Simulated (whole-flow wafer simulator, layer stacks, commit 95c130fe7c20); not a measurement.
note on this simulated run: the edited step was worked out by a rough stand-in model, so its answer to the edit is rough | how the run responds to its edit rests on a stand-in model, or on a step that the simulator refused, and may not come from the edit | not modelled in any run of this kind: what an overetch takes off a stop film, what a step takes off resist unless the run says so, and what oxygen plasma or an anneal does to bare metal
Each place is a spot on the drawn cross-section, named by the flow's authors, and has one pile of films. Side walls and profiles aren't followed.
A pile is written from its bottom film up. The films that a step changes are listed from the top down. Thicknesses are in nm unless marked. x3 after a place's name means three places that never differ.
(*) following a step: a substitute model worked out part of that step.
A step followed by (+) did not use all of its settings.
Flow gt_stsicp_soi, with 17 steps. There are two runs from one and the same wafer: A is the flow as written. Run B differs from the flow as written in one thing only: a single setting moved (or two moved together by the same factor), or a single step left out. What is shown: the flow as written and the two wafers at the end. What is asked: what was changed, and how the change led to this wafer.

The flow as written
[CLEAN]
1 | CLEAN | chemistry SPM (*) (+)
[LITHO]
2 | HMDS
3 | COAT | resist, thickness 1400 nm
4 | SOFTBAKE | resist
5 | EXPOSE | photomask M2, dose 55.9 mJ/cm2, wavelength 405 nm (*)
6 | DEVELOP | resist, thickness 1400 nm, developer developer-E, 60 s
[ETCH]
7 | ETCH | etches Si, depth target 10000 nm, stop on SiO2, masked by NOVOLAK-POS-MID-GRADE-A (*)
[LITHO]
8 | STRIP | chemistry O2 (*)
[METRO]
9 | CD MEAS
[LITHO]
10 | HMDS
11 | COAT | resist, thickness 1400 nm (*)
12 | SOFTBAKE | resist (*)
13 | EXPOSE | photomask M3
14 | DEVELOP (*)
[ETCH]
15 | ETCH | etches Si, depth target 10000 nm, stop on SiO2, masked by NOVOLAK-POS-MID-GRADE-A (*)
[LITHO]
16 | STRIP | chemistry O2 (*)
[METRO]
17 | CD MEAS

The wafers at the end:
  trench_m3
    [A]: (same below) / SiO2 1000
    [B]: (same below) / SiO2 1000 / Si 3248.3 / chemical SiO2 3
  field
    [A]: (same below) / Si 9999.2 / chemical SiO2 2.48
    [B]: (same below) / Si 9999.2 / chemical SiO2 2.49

The reason: step 15, ETCH: depth target 6750 nm was run, whereas the flow has depth target 10000 nm.

How this came from the change, step by step:
  15 | ETCH | etches Si, depth target 10000 nm, stop on SiO2, masked by NOVOLAK-POS-MID-GRADE-A (*)
      trench_m3: A -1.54 chemical SiO2 (all of it), -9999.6 Si (all of it) | B -1.54 chemical SiO2 (all of it), -6750 Si
      field, trench_m2: A -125 resist | B -84.4 resist
  16 | STRIP | chemistry O2 (*)
      trench_m3: A nothing | B +3 chemical SiO2 (new film), -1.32 Si
      field: A -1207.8 resist (all of it), +0.94 chemical SiO2, -0.41 Si | B -1248.4 resist (all of it), +0.94 chemical SiO2, -0.42 Si
